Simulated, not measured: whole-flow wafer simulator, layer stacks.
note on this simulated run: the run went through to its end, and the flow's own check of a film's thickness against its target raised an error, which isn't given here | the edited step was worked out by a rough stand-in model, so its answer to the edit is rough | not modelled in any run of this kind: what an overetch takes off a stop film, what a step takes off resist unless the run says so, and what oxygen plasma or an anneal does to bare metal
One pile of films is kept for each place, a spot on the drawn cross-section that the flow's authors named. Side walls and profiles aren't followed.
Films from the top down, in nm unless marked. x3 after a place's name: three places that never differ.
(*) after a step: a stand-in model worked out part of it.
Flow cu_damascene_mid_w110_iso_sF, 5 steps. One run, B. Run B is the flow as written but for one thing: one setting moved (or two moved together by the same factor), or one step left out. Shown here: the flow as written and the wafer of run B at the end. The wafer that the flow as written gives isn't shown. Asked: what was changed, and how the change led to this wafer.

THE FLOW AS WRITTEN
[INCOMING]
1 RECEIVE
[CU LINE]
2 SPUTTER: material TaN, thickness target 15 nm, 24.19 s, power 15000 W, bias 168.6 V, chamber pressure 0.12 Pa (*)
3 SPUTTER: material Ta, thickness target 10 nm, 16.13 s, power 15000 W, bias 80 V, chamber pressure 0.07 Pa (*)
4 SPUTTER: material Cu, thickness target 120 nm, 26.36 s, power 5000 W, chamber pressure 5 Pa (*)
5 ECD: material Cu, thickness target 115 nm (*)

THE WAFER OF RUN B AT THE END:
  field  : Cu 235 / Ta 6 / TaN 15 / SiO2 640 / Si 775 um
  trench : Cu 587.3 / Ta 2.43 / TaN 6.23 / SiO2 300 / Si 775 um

The cause: step 3, SPUTTER: thickness target 6 nm was run, where the flow has thickness target 10 nm; step 3, SPUTTER: 9.68 s was run, where the flow has 16.13 s.
It can be read off the wafer: field has Ta 6, and step 3 as written asks for 10 nm.

How the change led to this, step by step:
  3 SPUTTER: material Ta, thickness target 10 nm, 16.13 s, power 15000 W, bias 80 V, chamber pressure 0.07 Pa (*)
      field: Ta +6 (new film) (as written it would be: Ta +10 (new film))
      trench: Ta +2.43 (new film) (as written it would be: Ta +4.05 (new film))
